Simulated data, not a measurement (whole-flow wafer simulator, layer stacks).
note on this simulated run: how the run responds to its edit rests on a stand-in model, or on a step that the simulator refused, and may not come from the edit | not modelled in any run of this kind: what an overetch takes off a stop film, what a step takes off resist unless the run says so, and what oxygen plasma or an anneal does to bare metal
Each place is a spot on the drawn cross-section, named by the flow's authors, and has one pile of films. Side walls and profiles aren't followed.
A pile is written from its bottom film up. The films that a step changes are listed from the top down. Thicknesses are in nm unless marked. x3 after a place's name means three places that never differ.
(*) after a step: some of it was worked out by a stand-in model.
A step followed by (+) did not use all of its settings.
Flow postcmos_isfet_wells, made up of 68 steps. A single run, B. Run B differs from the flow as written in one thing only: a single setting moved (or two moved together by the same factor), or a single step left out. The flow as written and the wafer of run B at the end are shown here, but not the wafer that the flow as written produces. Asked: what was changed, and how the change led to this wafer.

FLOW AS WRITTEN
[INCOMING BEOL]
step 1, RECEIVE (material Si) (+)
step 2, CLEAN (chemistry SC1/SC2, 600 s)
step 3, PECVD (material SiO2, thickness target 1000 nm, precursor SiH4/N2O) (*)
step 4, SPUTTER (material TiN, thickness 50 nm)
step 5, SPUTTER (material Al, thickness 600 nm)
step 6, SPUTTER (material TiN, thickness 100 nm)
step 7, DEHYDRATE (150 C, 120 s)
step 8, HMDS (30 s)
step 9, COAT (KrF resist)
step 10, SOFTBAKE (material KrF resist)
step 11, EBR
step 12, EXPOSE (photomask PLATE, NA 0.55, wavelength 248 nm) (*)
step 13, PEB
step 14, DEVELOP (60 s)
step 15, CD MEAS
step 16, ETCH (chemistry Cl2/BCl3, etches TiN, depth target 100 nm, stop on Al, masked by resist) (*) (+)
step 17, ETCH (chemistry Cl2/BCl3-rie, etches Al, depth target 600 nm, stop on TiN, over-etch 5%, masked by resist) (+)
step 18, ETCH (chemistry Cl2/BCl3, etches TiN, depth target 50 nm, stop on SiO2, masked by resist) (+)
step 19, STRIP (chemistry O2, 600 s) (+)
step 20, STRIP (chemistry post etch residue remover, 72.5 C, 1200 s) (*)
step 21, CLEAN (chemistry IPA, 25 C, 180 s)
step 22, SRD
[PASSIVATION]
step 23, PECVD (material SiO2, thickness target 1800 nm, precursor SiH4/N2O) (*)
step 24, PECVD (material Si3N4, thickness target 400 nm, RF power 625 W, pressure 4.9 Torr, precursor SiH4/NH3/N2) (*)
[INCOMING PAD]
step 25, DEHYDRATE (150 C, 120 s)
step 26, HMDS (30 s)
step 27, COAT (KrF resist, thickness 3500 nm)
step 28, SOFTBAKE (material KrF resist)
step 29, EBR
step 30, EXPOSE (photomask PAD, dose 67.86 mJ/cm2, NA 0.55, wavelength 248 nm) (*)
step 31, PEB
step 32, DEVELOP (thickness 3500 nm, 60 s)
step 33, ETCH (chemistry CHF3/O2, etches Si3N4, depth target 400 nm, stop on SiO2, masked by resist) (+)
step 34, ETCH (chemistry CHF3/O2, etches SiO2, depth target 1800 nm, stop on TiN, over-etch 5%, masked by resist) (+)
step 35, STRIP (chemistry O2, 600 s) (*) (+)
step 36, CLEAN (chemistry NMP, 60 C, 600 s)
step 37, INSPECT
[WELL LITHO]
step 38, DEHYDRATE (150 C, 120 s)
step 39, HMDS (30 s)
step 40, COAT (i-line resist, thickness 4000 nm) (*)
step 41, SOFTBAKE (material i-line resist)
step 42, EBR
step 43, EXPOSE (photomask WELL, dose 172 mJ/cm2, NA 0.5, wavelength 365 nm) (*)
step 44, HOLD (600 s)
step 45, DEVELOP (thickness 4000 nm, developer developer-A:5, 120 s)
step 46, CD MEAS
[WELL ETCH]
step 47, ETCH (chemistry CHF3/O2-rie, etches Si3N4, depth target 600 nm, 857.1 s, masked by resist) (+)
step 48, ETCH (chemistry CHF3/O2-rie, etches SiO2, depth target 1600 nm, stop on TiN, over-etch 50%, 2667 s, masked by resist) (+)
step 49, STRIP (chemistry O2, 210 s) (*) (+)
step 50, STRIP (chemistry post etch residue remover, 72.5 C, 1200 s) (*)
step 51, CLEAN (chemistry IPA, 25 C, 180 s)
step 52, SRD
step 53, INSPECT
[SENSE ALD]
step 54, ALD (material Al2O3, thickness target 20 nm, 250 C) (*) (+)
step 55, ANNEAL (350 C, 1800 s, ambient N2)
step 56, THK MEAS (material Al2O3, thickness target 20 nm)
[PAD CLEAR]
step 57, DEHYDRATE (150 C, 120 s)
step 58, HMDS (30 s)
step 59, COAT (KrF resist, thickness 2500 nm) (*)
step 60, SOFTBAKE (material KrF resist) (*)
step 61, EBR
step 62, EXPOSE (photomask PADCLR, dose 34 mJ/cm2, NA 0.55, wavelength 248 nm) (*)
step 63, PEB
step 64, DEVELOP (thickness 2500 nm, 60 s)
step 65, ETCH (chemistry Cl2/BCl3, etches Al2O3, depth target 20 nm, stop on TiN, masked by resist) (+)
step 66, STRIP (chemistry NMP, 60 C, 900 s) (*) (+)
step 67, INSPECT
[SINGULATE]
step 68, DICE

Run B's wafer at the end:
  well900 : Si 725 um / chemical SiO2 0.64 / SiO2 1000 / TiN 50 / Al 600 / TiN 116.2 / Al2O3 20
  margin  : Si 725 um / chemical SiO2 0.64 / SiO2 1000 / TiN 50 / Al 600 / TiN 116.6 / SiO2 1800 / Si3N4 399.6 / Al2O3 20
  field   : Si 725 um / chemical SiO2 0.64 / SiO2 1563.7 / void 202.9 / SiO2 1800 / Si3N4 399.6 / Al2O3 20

Cause: step 6, SPUTTER: thickness 117 nm was run, whereas the flow has thickness 100 nm; step 17, ETCH: depth target 700 nm was run, where the flow has depth target 600 nm.

Step by step, how the change led to this:
  step 6, SPUTTER (material TiN, thickness 100 nm)
      field, margin, well900 and 6 more: +117 TiN (new film) (in the flow as written it would be: +100 TiN (new film))
  step 16, ETCH (chemistry Cl2/BCl3, etches TiN, depth target 100 nm, stop on Al, masked by resist) (*) (+)
      field: -100 TiN (in the flow as written it would be: -100 TiN (all of it))
  step 17, ETCH (chemistry Cl2/BCl3-rie, etches Al, depth target 600 nm, stop on TiN, over-etch 5%, masked by resist) (+)
      field: -17 TiN (all of it), -600 Al (all of it) (in the flow as written it would be: -600 Al (all of it))
      margin, well900, well1300, well2000, well3000, pad_rim, pad_clr, pad_open: -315 KrF resist (in the flow as written it would be: -300 KrF resist)
  step 19, STRIP (chemistry O2, 600 s) (+)
      margin, well900, well1300, well2000, well3000, pad_rim, pad_clr, pad_open: -611.3 KrF resist (all of it) (in the flow as written it would be: -626.3 KrF resist (all of it))
  step 23, PECVD (material SiO2, thickness target 1800 nm, precursor SiH4/N2O) (*)
      field: +1800 SiO2 (new film), +202.9 void (new film), +563.7 SiO2 (in the flow as written it would be: +1800 SiO2 (new film), +189.9 void (new film), +559.7 SiO2)
